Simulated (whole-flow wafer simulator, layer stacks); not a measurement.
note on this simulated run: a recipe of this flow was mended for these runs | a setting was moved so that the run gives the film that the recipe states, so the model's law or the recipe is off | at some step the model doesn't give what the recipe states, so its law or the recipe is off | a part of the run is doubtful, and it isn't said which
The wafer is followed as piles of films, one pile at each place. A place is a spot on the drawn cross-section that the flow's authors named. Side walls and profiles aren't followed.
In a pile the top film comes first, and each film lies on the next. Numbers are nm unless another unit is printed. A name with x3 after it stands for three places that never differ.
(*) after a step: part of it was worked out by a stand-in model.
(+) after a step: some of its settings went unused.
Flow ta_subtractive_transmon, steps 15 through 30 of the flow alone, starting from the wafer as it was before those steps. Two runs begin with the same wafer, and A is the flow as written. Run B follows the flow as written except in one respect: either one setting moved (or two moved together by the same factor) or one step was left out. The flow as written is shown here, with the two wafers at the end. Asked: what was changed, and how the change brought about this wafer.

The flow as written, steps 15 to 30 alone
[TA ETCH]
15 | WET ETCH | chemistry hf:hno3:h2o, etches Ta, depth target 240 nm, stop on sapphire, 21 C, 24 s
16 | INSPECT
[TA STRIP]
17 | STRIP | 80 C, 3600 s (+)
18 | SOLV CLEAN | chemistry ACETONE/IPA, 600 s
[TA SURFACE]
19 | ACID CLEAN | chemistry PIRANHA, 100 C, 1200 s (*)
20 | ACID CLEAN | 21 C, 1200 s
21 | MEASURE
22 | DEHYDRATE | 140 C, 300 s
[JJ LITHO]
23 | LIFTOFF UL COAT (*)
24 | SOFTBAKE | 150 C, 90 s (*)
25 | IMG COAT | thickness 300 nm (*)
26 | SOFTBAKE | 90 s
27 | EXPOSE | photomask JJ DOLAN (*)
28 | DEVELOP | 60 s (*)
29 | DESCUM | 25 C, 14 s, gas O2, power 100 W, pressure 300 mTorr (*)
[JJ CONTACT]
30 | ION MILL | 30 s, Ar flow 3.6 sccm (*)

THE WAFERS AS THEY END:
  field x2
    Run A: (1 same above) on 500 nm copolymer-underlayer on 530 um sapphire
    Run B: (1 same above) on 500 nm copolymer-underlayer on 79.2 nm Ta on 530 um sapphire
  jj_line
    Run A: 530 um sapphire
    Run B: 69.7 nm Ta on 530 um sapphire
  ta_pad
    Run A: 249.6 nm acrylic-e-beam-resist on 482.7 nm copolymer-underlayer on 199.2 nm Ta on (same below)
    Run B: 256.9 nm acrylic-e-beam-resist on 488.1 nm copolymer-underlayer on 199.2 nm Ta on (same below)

The reason: step 15, WET ETCH: 12 s was run, while the flow as written has 24 s.

The path from the change to this, step by step:
  15 | WET ETCH | chemistry hf:hno3:h2o, etches Ta, depth target 240 nm, stop on sapphire, 21 C, 24 s
      field x2, jj_line, lead: A Ta loses 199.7 (all of it) | B Ta loses 120
  23 | LIFTOFF UL COAT (*)
      lead: A copolymer-underlayer gains 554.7 (new film) | B copolymer-underlayer gains 533.9 (new film)
      ta_contact: A copolymer-underlayer gains 443.9 (new film) | B copolymer-underlayer gains 465 (new film)
  25 | IMG COAT | thickness 300 nm (*)
      ta_pad: A acrylic-e-beam-resist gains 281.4 (new film) | B acrylic-e-beam-resist gains 288.6 (new film)
  28 | DEVELOP | 60 s (*)
      lead: A acrylic-e-beam-resist loses 312.5 (all of it), copolymer-underlayer loses 554.7 (all of it) | B acrylic-e-beam-resist loses 307.5 (all of it), copolymer-underlayer loses 533.9 (all of it)
      ta_contact: A acrylic-e-beam-resist loses 287.5 (all of it), copolymer-underlayer loses 443.9 (all of it) | B acrylic-e-beam-resist loses 292.6 (all of it), copolymer-underlayer loses 465 (all of it)
  30 | ION MILL | 30 s, Ar flow 3.6 sccm (*)
      jj_line, lead: A sapphire loses 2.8 | B Ta loses 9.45
Taking metal films that touch as one body, field x2 has 1 body; the flow as written gives 0 bodies.
Taking metal films that touch as one body, jj_line has 1 body; the flow as written gives 0 bodies.
